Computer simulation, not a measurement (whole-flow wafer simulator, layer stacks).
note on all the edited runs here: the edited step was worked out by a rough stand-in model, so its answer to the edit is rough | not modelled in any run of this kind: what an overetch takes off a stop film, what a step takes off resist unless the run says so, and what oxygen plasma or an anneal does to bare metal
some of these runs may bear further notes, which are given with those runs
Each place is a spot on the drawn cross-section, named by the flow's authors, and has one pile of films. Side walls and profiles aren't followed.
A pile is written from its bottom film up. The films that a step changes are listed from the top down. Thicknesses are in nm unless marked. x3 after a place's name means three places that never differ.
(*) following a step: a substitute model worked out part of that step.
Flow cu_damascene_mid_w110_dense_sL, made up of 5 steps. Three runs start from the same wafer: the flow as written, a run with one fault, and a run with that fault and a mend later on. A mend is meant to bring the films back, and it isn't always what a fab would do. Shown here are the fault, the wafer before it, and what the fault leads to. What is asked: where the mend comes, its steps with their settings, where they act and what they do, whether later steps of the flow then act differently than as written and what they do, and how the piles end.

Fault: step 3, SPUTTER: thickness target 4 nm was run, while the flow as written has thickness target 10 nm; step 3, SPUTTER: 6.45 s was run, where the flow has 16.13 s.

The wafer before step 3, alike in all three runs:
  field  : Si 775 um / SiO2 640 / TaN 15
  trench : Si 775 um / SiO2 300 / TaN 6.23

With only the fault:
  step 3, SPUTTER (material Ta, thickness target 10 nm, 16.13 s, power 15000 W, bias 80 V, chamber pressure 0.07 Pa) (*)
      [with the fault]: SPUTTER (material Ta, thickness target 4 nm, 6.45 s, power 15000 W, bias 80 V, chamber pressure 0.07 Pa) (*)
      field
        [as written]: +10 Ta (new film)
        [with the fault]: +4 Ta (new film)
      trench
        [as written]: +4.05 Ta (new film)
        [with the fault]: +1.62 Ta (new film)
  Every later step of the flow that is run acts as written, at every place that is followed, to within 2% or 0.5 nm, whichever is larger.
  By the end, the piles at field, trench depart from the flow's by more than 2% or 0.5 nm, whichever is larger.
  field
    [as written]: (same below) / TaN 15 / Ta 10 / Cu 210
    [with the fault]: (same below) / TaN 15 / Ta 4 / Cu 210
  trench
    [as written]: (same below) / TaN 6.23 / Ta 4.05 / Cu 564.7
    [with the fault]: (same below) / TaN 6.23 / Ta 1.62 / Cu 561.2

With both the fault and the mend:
  After step 3 comes the mend.
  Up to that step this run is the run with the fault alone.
  step 3a, SPUTTER (material Ta, thickness target 6 nm, 9.678 s, power 15000 W, bias 80 V, chamber pressure 0.07 Pa) (*) (the flow's step 3 again, with other settings)
      field
        +6 Ta
      trench
        +2.39 Ta
  Every later step of the flow that is run acts as written at every place that is followed.
  When the end is reached, the piles differ only a little from the flow's at the places that both follow, at most by 2% or 0.5 nm, whichever is larger.
